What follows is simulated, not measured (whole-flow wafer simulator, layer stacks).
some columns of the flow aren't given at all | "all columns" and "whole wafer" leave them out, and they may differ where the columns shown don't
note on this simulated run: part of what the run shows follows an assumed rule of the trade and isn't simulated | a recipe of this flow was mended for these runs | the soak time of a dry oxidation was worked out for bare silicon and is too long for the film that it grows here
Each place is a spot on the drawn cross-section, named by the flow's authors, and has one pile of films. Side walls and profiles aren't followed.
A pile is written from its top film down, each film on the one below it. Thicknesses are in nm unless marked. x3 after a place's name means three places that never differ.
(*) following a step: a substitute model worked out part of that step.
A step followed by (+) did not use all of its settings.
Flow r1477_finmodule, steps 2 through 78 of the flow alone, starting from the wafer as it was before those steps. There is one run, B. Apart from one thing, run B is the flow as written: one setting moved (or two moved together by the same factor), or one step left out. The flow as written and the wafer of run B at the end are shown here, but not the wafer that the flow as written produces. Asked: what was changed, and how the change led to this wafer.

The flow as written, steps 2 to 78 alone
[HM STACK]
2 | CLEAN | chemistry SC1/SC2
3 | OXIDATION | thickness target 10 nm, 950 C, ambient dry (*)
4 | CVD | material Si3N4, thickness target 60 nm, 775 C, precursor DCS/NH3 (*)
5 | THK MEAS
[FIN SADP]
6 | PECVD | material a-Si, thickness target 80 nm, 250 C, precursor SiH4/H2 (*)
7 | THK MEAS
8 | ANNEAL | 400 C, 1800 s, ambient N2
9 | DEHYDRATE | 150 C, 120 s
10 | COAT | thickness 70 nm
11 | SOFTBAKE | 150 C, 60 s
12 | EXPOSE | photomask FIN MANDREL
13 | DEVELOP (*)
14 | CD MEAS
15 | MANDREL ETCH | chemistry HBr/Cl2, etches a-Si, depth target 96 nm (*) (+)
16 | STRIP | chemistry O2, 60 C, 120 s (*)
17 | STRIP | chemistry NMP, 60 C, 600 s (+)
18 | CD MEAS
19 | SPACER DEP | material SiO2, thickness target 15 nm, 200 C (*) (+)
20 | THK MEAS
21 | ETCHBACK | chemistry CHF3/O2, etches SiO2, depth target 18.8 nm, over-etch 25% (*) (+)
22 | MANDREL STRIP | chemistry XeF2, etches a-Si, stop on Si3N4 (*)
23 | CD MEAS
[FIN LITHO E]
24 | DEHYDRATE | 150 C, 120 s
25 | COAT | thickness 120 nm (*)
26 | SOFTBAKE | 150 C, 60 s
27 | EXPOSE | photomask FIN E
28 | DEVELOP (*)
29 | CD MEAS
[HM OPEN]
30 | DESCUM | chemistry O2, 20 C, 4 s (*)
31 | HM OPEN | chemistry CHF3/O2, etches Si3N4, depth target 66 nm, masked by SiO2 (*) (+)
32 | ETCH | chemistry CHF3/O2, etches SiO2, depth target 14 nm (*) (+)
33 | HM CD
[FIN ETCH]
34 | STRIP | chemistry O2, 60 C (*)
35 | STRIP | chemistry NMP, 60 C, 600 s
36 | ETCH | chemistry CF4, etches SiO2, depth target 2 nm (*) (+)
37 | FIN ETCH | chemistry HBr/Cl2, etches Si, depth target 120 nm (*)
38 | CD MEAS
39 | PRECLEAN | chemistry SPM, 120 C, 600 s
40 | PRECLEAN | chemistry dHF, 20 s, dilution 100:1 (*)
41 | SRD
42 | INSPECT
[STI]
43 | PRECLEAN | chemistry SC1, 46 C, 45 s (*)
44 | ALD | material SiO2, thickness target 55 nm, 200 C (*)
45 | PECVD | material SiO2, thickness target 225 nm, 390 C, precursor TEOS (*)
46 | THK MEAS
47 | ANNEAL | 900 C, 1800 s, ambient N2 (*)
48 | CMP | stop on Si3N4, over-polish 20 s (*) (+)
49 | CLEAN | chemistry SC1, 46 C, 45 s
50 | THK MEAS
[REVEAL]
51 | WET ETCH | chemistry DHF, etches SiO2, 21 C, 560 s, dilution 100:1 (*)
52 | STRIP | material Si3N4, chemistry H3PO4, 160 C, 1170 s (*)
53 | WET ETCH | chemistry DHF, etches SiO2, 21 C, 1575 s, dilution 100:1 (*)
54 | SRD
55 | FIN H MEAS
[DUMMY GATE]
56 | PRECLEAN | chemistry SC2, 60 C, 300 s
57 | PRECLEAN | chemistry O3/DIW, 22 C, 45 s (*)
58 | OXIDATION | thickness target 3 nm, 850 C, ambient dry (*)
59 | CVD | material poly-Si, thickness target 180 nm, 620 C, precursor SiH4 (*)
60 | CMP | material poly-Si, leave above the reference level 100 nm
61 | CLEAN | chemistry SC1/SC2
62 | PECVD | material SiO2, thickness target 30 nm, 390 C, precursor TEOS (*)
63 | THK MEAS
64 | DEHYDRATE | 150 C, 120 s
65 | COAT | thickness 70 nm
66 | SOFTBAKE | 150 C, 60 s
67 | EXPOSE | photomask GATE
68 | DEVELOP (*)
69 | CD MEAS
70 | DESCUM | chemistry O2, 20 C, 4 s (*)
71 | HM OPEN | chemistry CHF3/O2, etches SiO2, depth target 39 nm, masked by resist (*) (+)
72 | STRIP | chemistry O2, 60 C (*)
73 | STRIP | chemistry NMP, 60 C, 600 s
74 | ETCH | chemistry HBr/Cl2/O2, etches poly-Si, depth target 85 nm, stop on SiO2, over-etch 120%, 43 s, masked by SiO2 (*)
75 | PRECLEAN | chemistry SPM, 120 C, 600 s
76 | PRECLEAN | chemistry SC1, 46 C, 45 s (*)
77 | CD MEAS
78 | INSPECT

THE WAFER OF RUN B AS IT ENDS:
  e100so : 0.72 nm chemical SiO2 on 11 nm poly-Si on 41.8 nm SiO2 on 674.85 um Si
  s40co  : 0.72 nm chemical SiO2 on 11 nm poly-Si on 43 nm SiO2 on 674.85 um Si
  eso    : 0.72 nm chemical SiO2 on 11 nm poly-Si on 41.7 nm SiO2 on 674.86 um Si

Cause: step 4, CVD: 658.8 C was run, whereas the flow has 775 C.

The path from the change to this, step by step:
  4 | CVD | material Si3N4, thickness target 60 nm, 775 C, precursor DCS/NH3 (*)
      pad, padg, elg and 33 more: +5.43 Si3N4 (new film) (as written it would have been: +60 Si3N4 (new film))
  21 | ETCHBACK | chemistry CHF3/O2, etches SiO2, depth target 18.8 nm, over-etch 25% (*) (+)
      pad, padg, elg and 21 more: -15 SiO2 (all of it), -3.14 Si3N4 (all of it), -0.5 SiO2 (as written it would have been: -15 SiO2 (all of it), -3.62 Si3N4)
  31 | HM OPEN | chemistry CHF3/O2, etches Si3N4, depth target 66 nm, masked by SiO2 (*) (+)
      pad, padg, esg and 13 more: -9.5 SiO2 (all of it), -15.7 Si (as written it would have been: -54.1 Si3N4 (all of it), -5.95 SiO2)
      s40cg, s45cg, s50cg, s40co, s45co, s50co: -5.43 Si3N4 (all of it), -10 SiO2 (all of it), -16.9 Si (as written it would have been: -60 Si3N4 (all of it), -3 SiO2)
  32 | ETCH | chemistry CHF3/O2, etches SiO2, depth target 14 nm (*) (+)
      e100sg, s40sg, e100so, s40so: -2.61 Si (as written it would have been: -4.05 SiO2 (all of it), -1.99 Si)
      pad, padg: -2.8 Si (as written it would have been: -4.05 SiO2 (all of it), -1.99 Si)
      (as well as at 16 more places)
  36 | ETCH | chemistry CF4, etches SiO2, depth target 2 nm (*) (+)
      elg, e40lg, e100lg, e200lg, elo, e40lo, e100lo, e200lo: -2 SiO2 (as written it would have been: -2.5 Si3N4)
  37 | FIN ETCH | chemistry HBr/Cl2, etches Si, depth target 120 nm (*)
      elg, e40lg, e100lg, e200lg, elo, e40lo, e100lo, e200lo: -7.5 SiO2 (all of it) (as written it would have been: -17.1 Si3N4)
  39 | PRECLEAN | chemistry SPM, 120 C, 600 s
      elg, e40lg, e100lg, e200lg, elo, e40lo, e100lo, e200lo: +0.8 chemical SiO2 (new film), -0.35 Si (as written it would have been: nothing)
  40 | PRECLEAN | chemistry dHF, 20 s, dilution 100:1 (*)
      elg, e40lg, e100lg, e200lg, elo, e40lo, e100lo, e200lo: -0.8 chemical SiO2 (all of it) (as written it would have been: -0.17 Si3N4)
  43 | PRECLEAN | chemistry SC1, 46 C, 45 s (*)
      elg, e40lg, e100lg, e200lg, elo, e40lo, e100lo, e200lo: +0.48 chemical SiO2 (new film), -0.82 Si (as written it would have been: nothing)
  44 | ALD | material SiO2, thickness target 55 nm, 200 C (*)
      s40cg, s45cg, s40co, s45co: +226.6 SiO2 (new film) (as written it would have been: +263.2 SiO2 (new film))
      s40sg, s45sg, s40so, s45so: +225.5 SiO2 (new film) (as written it would have been: +263.8 SiO2 (new film))
      (as well as at 12 more places)
  48 | CMP | stop on Si3N4, over-polish 20 s (*) (+)
      elg, esg, e40lg and 13 more: -257.2 SiO2 (as written it would have been: -247.6 SiO2)
      pad, padg: -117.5 SiO2 (as written it would have been: -79.4 SiO2)
  51 | WET ETCH | chemistry DHF, etches SiO2, 21 C, 560 s, dilution 100:1 (*)
      elg, e40lg, e100lg, e200lg, elo, e40lo, e100lo, e200lo: -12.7 SiO2 (all of it), -0.48 chemical SiO2 (all of it) (as written it would have been: -22.3 SiO2 (all of it), -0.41 Si3N4)
  52 | STRIP | material Si3N4, chemistry H3PO4, 160 C, 1170 s (*)
      elg, e40lg, e100lg, e200lg, elo, e40lo, e100lo, e200lo: +0.5 chemical SiO2 (new film), -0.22 Si (as written it would have been: -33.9 Si3N4 (all of it), -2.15 SiO2)
      s40sg_line, s45sg_line, s50sg_line, s40so_line, s45so_line, s50so_line: -0.5 Si3N4 (all of it), -3.19 SiO2 (as written it would have been: -55.1 Si3N4 (all of it), -1.49 SiO2)
  53 | WET ETCH | chemistry DHF, etches SiO2, 21 C, 1575 s, dilution 100:1 (*)
      elg, e40lg, e100lg, e200lg, elo, e40lo, e100lo, e200lo: -0.5 chemical SiO2 (all of it) (as written it would have been: -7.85 SiO2 (all of it))
      s40sg_line, s45sg_line, s50sg_line, s40so_line, s45so_line, s50so_line: -6.81 SiO2 (all of it) (as written it would have been: -8.51 SiO2 (all of it))
      (as well as at 2 more places)
  59 | CVD | material poly-Si, thickness target 180 nm, 620 C, precursor SiH4 (*)
      s40cg, s40sg, s45cg and 9 more: +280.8 poly-Si (new film) (as written it would have been: +226.3 poly-Si (new film))
      esg, e40sg, e100sg, eso, e40so, e100so: +279.4 poly-Si (new film) (as written it would have been: +226.3 poly-Si (new film))
      (as well as at 2 more places)
  60 | CMP | material poly-Si, leave above the reference level 100 nm
      pad, padg: nothing (as written it would have been: -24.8 poly-Si)
      e200sg, e200so: -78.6 poly-Si (as written it would have been: -72.9 poly-Si)
  ... 1 further step ...
  75 | PRECLEAN | chemistry SPM, 120 C, 600 s
      eso, e40so, e100so and 7 more: +0.8 chemical SiO2 (new film), -0.35 poly-Si (as written it would have been: nothing)
